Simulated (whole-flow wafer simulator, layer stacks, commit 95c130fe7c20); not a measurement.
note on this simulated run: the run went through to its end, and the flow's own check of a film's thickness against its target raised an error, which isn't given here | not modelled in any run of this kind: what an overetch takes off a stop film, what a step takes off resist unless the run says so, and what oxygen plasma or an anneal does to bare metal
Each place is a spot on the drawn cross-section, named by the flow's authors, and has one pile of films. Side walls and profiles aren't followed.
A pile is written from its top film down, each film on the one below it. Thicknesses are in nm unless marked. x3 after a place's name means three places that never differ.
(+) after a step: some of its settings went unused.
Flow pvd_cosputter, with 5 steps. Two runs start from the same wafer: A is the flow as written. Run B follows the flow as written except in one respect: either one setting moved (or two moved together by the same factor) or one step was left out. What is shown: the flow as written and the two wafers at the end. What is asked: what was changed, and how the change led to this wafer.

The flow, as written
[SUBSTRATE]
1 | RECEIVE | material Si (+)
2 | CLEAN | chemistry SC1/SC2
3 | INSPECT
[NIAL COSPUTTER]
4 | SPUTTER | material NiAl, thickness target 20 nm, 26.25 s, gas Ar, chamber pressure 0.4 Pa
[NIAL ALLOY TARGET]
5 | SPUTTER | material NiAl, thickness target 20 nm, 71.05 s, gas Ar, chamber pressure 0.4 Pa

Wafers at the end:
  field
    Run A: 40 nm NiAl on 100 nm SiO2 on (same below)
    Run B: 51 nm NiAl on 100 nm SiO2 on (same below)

Cause: step 5, SPUTTER: thickness target 31 nm was run, though the flow has thickness target 20 nm.

How this came from the change, step by step:
  5 | SPUTTER | material NiAl, thickness target 20 nm, 71.05 s, gas Ar, chamber pressure 0.4 Pa
      field: A +20 NiAl | B +31 NiAl
